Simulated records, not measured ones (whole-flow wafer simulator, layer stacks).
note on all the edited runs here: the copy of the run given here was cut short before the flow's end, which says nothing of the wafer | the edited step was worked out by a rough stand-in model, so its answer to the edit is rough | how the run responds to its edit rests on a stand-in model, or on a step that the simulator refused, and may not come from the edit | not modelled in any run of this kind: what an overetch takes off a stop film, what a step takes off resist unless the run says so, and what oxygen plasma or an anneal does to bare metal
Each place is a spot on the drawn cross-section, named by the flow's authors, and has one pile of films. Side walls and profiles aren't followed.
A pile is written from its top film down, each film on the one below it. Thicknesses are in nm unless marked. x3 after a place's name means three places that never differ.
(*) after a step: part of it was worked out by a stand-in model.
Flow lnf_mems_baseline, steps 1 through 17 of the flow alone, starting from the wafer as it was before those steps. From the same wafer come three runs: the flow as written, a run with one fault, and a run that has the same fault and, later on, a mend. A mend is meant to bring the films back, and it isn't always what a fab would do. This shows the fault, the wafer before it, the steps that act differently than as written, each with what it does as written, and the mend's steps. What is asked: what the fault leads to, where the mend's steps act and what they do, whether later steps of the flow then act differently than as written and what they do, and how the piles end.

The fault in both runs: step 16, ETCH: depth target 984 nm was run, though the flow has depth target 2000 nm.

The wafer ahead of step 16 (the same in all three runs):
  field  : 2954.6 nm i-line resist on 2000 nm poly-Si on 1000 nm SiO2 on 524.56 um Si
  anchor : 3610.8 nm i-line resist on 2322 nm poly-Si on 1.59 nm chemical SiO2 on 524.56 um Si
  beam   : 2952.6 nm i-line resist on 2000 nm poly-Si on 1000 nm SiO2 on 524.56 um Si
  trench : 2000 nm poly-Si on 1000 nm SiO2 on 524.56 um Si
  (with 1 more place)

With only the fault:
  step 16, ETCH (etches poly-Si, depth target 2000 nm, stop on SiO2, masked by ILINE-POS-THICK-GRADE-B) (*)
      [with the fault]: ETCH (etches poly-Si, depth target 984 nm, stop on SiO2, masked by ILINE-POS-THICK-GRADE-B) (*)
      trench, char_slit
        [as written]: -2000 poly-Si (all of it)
        [with the fault]: -984 poly-Si
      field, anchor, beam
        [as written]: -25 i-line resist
        [with the fault]: -12.3 i-line resist
  Later steps of the flow acting differently than as written:
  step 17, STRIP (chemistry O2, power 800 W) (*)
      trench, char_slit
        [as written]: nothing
        [with the fault]: +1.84 chemical SiO2 (new film), -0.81 poly-Si
  By the end, the piles at trench, char_slit depart from the flow's by more than 2% or 0.5 nm, whichever is larger.
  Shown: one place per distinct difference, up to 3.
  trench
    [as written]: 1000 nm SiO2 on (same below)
    [with the fault]: 1.84 nm chemical SiO2 on 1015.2 nm poly-Si on 1000 nm SiO2 on (same below)

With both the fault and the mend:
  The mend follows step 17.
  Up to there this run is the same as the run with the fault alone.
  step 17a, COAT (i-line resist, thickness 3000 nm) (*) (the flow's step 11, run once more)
      field
        +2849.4 i-line resist (new film)
      anchor
        +3462.4 i-line resist (new film)
      beam
        +2764.4 i-line resist (new film)
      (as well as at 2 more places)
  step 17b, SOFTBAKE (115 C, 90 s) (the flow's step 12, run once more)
      field
        -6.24 i-line resist
      anchor
        +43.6 i-line resist
      beam
        +51.7 i-line resist
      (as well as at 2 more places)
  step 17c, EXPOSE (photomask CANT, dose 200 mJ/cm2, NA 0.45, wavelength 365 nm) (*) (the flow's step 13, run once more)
      alters no film at any place that is followed
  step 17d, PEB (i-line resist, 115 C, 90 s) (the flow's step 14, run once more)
      field
        -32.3 i-line resist
      anchor
        -43.4 i-line resist
      beam
        -31.9 i-line resist
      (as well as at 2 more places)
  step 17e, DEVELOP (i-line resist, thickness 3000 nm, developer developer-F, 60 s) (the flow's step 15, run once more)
      field, anchor
        -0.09 i-line resist
      trench
        -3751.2 i-line resist (all of it)
      char_slit
        -3793.7 i-line resist (all of it)
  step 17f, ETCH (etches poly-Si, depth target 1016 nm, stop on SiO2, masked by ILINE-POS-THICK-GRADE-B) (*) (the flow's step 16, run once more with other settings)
      field, anchor, beam
        -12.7 i-line resist
      trench, char_slit
        -1.84 chemical SiO2 (all of it), -1015.2 poly-Si (all of it)
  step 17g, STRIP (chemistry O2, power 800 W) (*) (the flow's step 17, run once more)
      field
        -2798 i-line resist (all of it), +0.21 chemical SiO2, -0.09 poly-Si
      anchor
        -3449.8 i-line resist (all of it), +0.21 chemical SiO2, -0.09 poly-Si
      beam
        -2771.4 i-line resist (all of it), +0.21 chemical SiO2, -0.09 poly-Si
  Every later step of the flow that is run acts as written at every place that is followed.
  At the end the piles are close to the flow's at the places that both follow, differing by at most 2% or 0.5 nm, whichever is larger.
